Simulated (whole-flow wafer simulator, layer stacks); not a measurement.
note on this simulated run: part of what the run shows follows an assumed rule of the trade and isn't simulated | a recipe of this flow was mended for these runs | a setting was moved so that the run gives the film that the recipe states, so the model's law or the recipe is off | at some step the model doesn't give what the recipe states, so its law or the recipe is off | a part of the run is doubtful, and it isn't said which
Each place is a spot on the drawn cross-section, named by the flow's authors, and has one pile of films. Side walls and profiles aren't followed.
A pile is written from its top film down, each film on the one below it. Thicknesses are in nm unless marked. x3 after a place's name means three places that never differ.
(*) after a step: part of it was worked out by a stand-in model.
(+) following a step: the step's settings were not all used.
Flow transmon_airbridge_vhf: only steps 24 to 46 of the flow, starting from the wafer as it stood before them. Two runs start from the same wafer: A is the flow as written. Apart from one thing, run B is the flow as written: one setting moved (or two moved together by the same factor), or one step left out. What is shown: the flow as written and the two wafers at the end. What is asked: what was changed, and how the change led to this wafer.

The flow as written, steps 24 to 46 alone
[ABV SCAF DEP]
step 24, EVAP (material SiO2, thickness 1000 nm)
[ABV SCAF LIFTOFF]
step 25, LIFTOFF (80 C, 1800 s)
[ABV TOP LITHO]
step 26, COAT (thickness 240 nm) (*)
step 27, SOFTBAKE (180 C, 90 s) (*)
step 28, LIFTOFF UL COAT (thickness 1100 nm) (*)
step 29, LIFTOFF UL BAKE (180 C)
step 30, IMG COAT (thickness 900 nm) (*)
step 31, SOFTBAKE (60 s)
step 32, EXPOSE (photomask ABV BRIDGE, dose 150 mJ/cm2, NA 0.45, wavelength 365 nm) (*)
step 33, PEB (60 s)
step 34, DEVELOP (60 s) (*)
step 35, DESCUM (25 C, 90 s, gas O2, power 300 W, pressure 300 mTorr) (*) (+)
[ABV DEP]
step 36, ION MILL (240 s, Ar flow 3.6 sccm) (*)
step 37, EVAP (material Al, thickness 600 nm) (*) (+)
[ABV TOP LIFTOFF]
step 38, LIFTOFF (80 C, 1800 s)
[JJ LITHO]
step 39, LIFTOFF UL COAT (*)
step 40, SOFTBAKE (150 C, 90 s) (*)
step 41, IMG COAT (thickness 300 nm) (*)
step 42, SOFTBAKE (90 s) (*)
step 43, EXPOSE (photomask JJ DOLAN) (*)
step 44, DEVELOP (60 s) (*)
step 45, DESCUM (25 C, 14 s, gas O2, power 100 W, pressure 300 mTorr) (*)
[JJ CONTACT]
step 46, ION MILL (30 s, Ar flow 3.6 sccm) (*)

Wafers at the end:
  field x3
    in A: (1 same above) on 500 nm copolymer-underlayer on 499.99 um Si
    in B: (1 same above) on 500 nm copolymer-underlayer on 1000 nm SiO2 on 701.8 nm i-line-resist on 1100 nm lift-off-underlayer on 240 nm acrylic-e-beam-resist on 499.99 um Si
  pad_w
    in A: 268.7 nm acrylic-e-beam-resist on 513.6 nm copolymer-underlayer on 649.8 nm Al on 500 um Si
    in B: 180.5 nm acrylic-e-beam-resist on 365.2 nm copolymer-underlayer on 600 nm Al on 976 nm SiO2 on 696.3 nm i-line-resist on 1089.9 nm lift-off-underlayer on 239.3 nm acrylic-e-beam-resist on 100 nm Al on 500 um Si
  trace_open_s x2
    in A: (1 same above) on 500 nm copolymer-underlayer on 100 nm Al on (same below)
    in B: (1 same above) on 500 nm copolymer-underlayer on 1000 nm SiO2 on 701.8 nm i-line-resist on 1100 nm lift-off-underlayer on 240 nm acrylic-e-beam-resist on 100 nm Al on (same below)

The reason: step 25, LIFTOFF: 80 C, 1800 s, was not run.

The path from the change to this, step by step:
  step 26, COAT (thickness 240 nm) (*)
      flank_w, flank_e: A +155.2 acrylic-e-beam-resist (new film) | B +688.3 acrylic-e-beam-resist (new film)
      gap_w, gap_e: A +211.2 acrylic-e-beam-resist (new film) | B +282.8 acrylic-e-beam-resist (new film)
      (as well as at 7 more places)
  step 28, LIFTOFF UL COAT (thickness 1100 nm) (*)
      gap_w, gap_e: A +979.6 lift-off-underlayer (new film) | B +1434.2 lift-off-underlayer (new film)
      margin_s, margin_n: A +823.4 lift-off-underlayer (new film) | B +1725.6 lift-off-underlayer (new film)
      (as well as at 7 more places)
  step 30, IMG COAT (thickness 900 nm) (*)
      gap_w, gap_e: A +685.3 i-line-resist (new film) | B +1478.1 i-line-resist (new film)
      margin_s, margin_n: A +603.2 i-line-resist (new film) | B +1424.1 i-line-resist (new film)
      (as well as at 7 more places)
  step 31, SOFTBAKE (60 s)
      margin_s, margin_n: A -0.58 i-line-resist | B +0.12 i-line-resist
      pad_w: A +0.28 i-line-resist | B -0.23 i-line-resist
      (as well as at 5 more places)
  step 33, PEB (60 s)
      flank_w, flank_e: A -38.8 i-line-resist | B -54 i-line-resist
      gap_w, gap_e: A -35 i-line-resist | B -78.1 i-line-resist
      (as well as at 7 more places)
  step 34, DEVELOP (60 s) (*)
      gap_w, gap_e: A -650.2 i-line-resist (all of it), -979.6 lift-off-underlayer (all of it) | B -1400.5 i-line-resist (all of it), -1434.2 lift-off-underlayer (all of it)
      pad_w: A -937.3 i-line-resist (all of it), -1246.2 lift-off-underlayer (all of it) | B -598.5 i-line-resist (all of it), -857.3 lift-off-underlayer (all of it)
      (as well as at 5 more places)
  step 35, DESCUM (25 C, 90 s, gas O2, power 300 W, pressure 300 mTorr) (*) (+)
      field x3, jj_line, ground_far, trace_open_s x2, margin_s, margin_n: A -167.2 i-line-resist | B -413 i-line-resist
      flank_w, flank_e: A -155.2 acrylic-e-beam-resist (all of it) | B -688.3 acrylic-e-beam-resist (all of it)
      (as well as at 6 more places)
  step 36, ION MILL (240 s, Ar flow 3.6 sccm) (*)
      pad_w, pad_e: A -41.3 Al | B -24 SiO2
  step 37, EVAP (material Al, thickness 600 nm) (*) (+)
      pad_w, pad_e: A +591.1 Al | B +600 Al (new film)
      flank_w, flank_e: A +600 Al (new film) | B +570.1 Al (new film)
  step 38, LIFTOFF (80 C, 1800 s)
      field x3, jj_line, trace_open_s x2: A -600 Al (all of it), -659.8 i-line-resist (all of it), -1100 lift-off-underlayer (all of it), -240 acrylic-e-beam-resist (all of it) | B -600 Al (all of it), -414 i-line-resist (all of it), -1100 lift-off-underlayer (all of it), -240 acrylic-e-beam-resist (all of it)
      margin_s, margin_n: A -600 Al (all of it), -378.2 i-line-resist (all of it), -823.4 lift-off-underlayer (all of it), -168.6 acrylic-e-beam-resist (all of it) | B -600 Al (all of it), -909.7 i-line-resist (all of it), -1725.6 lift-off-underlayer (all of it), -453.7 acrylic-e-beam-resist (all of it)
      (as well as at 1 more place)
  step 39, LIFTOFF UL COAT (*)
      pad_w, pad_e: A +513.6 copolymer-underlayer (new film) | B +365.2 copolymer-underlayer (new film)
      flank_w, flank_e: A +308 copolymer-underlayer (new film) | B +1241.5 copolymer-underlayer (new film)
      (as well as at 6 more places)
  step 41, IMG COAT (thickness 300 nm) (*)
      pad_w, pad_e: A +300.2 acrylic-e-beam-resist (new film) | B +212 acrylic-e-beam-resist (new film)
      flank_w, flank_e: A +217.1 acrylic-e-beam-resist (new film) | B +459.4 acrylic-e-beam-resist (new film)
      (as well as at 6 more places)
  step 46, ION MILL (30 s, Ar flow 3.6 sccm) (*)
      jj_line: A -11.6 Si | B -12 SiO2
If metal films that touch count as one body, pad_w has 2 bodies (between them, from the top down: SiO2 976 / i-line-resist 696.3 / lift-off-underlayer 1089.9 / acrylic-e-beam-resist 239.3); the flow as written gives 1 body.
